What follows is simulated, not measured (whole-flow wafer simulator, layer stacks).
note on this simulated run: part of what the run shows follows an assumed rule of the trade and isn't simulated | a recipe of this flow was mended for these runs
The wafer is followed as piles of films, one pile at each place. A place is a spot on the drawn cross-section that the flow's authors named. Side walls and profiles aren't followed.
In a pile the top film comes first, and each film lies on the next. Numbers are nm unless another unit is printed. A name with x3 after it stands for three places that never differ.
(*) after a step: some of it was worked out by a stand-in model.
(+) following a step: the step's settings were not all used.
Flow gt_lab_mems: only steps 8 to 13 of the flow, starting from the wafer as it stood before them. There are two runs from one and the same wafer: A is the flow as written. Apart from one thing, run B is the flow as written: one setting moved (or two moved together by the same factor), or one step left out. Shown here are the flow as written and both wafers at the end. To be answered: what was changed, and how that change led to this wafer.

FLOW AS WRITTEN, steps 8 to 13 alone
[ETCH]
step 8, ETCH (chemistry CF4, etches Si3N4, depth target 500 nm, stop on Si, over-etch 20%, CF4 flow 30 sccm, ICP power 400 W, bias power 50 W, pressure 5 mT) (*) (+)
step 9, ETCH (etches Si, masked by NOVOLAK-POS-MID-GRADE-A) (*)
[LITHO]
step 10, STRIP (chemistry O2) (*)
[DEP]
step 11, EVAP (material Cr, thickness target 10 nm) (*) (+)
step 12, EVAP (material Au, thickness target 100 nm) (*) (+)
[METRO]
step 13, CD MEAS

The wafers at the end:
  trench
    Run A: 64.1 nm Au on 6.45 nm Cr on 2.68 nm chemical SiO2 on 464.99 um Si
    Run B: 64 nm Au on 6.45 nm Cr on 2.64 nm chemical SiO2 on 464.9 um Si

What caused this: step 8, ETCH: depth target 650 nm was run, though the flow has depth target 500 nm.

Step by step, how the change led to this:
  step 8, ETCH (chemistry CF4, etches Si3N4, depth target 500 nm, stop on Si, over-etch 20%, CF4 flow 30 sccm, ICP power 400 W, bias power 50 W, pressure 5 mT) (*) (+)
      field: A g/i-line-resist loses 400 | B g/i-line-resist loses 520
      trench: A Si3N4 loses 500 (all of it), chemical SiO2 loses 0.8 (all of it), Si loses 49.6 | B Si3N4 loses 500 (all of it), chemical SiO2 loses 0.8 (all of it), Si loses 139.6
  step 10, STRIP (chemistry O2) (*)
      field: A g/i-line-resist loses 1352 (all of it) | B g/i-line-resist loses 1232 (all of it)
